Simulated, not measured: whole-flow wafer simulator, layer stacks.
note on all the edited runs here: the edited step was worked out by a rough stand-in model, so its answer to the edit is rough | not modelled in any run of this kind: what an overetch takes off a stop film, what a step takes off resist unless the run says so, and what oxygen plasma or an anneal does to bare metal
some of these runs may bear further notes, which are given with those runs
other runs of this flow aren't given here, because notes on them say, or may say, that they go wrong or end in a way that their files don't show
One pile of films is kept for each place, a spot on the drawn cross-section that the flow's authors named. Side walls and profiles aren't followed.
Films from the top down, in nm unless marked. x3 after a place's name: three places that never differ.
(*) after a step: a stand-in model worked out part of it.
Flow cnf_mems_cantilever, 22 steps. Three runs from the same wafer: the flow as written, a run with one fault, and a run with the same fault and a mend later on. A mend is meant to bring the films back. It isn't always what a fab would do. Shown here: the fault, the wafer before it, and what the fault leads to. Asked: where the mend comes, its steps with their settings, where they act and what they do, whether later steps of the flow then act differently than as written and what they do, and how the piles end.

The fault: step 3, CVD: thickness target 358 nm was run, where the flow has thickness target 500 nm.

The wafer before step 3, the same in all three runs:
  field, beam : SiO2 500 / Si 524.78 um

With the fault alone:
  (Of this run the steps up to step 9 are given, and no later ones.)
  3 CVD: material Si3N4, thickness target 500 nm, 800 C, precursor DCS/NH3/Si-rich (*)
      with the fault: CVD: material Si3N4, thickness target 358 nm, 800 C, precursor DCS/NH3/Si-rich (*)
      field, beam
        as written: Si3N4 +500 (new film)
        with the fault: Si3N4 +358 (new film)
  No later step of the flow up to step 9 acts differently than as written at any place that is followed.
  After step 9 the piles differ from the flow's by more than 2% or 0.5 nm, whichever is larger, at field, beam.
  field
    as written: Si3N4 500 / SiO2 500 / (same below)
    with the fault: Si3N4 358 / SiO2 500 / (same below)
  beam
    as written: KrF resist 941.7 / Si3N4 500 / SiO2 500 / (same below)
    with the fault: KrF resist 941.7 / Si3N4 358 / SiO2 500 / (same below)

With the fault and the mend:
  The mend comes after step 3.
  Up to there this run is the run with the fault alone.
  3a ETCH: chemistry h3po4, depth target 411.7 nm
      field, beam
        Si3N4 -358 (all of it)
  3b CLEAN: chemistry SC1/SC2 (the flow's step 1 once more)
      changes no film at any place that is followed
  3c CVD: material Si3N4, thickness target 500 nm, 800 C, precursor DCS/NH3/Si-rich (*) (the flow's step 3 once more)
      field, beam
        Si3N4 +500 (new film)
  No later step of the flow acts differently than as written at any place that is followed.
  At the end the piles are the same as the flow's at every place that both follow.
